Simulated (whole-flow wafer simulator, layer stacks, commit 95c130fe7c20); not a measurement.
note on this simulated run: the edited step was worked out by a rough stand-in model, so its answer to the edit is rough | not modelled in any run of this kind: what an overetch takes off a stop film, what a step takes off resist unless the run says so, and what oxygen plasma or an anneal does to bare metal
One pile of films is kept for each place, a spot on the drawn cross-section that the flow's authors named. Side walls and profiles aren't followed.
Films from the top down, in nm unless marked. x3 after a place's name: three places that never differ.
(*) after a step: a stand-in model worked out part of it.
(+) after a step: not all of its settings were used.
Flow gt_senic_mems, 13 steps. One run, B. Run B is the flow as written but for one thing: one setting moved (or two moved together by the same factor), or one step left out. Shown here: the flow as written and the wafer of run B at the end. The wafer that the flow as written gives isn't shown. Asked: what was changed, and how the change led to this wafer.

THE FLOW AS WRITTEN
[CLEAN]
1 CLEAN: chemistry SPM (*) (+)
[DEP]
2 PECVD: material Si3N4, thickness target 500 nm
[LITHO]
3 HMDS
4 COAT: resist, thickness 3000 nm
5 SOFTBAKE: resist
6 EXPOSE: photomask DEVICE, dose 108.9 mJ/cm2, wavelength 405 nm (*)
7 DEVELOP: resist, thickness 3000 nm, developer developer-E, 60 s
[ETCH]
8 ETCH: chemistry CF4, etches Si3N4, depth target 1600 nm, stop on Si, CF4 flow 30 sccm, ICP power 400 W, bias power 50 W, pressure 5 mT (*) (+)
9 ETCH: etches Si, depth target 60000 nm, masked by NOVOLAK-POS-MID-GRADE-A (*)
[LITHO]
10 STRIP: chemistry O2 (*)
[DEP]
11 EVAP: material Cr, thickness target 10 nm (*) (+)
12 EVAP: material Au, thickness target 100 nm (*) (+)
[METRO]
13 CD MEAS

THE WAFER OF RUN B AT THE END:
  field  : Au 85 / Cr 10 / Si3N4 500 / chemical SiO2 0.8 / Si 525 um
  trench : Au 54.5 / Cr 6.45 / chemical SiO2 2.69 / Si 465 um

The cause: step 12, EVAP: thickness target 85 nm was run, where the flow has thickness target 100 nm.
It can be read off the wafer: field has Au 85, and step 12 as written asks for 100 nm.

How the change led to this, step by step:
  12 EVAP: material Au, thickness target 100 nm (*) (+)
      field: Au +85 (new film) (as written it would be: Au +100 (new film))
      trench: Au +54.5 (new film) (as written it would be: Au +64.1 (new film))
